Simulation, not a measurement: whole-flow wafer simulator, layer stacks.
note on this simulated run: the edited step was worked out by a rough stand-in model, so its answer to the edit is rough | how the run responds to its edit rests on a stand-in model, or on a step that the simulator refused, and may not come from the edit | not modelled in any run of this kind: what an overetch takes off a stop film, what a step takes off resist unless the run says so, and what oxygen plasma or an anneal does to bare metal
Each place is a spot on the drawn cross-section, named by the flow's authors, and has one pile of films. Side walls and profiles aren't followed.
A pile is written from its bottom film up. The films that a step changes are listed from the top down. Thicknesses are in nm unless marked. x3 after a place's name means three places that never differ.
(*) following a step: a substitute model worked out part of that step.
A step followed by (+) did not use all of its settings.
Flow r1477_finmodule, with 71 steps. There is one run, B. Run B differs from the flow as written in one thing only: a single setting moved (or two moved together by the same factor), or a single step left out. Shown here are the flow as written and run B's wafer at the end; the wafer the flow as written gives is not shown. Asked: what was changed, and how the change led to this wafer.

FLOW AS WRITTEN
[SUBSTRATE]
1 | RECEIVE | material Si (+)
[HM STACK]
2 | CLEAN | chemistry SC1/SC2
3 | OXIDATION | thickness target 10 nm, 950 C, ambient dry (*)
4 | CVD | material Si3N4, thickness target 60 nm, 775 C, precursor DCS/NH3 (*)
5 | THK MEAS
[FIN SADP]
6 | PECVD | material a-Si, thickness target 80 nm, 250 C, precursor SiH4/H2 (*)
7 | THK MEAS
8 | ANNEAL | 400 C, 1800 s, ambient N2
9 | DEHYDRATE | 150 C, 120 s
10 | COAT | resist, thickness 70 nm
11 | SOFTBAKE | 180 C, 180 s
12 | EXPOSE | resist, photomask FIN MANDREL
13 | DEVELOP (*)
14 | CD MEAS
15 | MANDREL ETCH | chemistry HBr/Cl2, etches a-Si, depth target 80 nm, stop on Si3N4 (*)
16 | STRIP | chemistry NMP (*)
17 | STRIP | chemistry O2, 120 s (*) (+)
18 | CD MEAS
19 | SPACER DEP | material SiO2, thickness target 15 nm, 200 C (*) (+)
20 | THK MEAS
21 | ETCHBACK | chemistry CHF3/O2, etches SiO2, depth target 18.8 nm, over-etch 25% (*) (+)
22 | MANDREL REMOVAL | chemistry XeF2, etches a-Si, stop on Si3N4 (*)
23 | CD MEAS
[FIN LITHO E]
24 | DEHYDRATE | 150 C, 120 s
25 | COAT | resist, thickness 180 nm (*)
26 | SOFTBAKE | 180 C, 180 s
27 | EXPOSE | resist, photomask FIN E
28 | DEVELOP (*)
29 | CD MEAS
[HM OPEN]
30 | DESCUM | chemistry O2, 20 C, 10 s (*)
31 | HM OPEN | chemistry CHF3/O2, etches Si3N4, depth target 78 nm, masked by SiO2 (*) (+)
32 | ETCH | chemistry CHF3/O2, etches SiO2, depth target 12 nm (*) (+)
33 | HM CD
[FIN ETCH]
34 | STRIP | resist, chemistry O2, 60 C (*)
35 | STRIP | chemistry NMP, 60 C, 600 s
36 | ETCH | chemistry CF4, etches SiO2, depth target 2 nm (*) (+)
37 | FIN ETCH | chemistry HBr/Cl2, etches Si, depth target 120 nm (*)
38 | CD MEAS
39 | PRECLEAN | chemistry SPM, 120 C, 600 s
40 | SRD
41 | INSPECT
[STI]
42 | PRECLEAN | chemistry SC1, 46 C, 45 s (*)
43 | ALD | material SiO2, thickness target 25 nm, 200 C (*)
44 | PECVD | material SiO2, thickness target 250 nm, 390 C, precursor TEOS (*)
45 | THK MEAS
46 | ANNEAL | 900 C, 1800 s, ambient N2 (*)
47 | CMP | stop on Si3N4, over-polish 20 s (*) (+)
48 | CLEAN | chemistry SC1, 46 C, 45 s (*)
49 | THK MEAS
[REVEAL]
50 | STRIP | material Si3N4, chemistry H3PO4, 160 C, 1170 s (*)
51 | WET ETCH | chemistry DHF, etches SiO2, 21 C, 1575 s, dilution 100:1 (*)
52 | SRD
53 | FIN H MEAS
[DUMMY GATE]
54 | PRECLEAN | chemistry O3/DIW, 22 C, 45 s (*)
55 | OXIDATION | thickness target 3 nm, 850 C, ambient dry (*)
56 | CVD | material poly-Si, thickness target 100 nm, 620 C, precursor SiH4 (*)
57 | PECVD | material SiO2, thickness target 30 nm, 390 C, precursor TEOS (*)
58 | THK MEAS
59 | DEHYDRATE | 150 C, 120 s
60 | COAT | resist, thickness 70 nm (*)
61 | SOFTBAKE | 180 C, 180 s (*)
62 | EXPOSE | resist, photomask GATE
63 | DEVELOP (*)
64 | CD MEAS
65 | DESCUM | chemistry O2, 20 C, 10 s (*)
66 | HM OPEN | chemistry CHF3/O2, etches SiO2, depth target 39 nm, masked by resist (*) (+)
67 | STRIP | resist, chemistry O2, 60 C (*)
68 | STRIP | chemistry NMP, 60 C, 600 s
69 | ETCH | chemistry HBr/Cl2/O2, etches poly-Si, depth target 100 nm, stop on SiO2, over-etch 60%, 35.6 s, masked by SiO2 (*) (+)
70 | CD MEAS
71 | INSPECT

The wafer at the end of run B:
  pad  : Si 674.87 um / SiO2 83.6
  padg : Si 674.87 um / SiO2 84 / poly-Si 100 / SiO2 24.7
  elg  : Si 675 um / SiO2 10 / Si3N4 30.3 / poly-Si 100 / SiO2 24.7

What caused this: step 51, WET ETCH: 1929 s was run, whereas the flow has 1575 s.

Step by step, how the change led to this:
  51 | WET ETCH | chemistry DHF, etches SiO2, 21 C, 1575 s, dilution 100:1 (*)
      pad, padg, e40sg and 12 more: SiO2 loses 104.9 (in the flow as written it would be: SiO2 loses 85.7)
      elg, e40lg, e100lg, e200lg, elo, e40lo, e100lo, e200lo: SiO2 loses 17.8 (all of it), Si3N4 loses 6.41 (in the flow as written it would be: SiO2 loses 17.8 (all of it), Si3N4 loses 4.97)
      (also at 7 further places)
  56 | CVD | material poly-Si, thickness target 100 nm, 620 C, precursor SiH4 (*)
      s40cg, s40co: poly-Si gains 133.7 (new film) (in the flow as written it would be: poly-Si gains 113.9 (new film))
      s45cg, s45co: poly-Si gains 133.7 (new film) (in the flow as written it would be: poly-Si gains 113.4 (new film))
      (also at 3 further places)
  60 | COAT | resist, thickness 70 nm (*)
      e40sg, eso, e40so: resist gains 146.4 (new film) (in the flow as written it would be: resist gains 129.5 (new film))
      e100sg, e100so: resist gains 146.3 (new film) (in the flow as written it would be: resist gains 129.4 (new film))
      (also at 14 further places)
  63 | DEVELOP (*)
      eso, e40so: resist loses 146.4 (all of it) (in the flow as written it would be: resist loses 129.5 (all of it))
      e100so: resist loses 146.3 (all of it) (in the flow as written it would be: resist loses 129.4 (all of it))
      (also at 7 further places)
  67 | STRIP | resist, chemistry O2, 60 C (*)
      e40lg, e100lg, e200lg: resist loses 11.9 (all of it) (in the flow as written it would be: resist loses 12.8 (all of it))
      e40sg: resist loses 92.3 (all of it) (in the flow as written it would be: resist loses 75.4 (all of it))
      (also at 8 further places)
  69 | ETCH | chemistry HBr/Cl2/O2, etches poly-Si, depth target 100 nm, stop on SiO2, over-etch 60%, 35.6 s, masked by SiO2 (*) (+)
      s40co: chemical SiO2 loses 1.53 (all of it), poly-Si loses 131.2 (all of it), SiO2 loses 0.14 (in the flow as written it would be: chemical SiO2 loses 1.46 (all of it), poly-Si loses 111.5 (all of it), SiO2 loses 0.24)
      s45co: chemical SiO2 loses 1.53 (all of it), poly-Si loses 131.2 (all of it), SiO2 loses 0.14 (in the flow as written it would be: chemical SiO2 loses 1.46 (all of it), poly-Si loses 110.9 (all of it), SiO2 loses 0.25)
      (also at 1 further place)
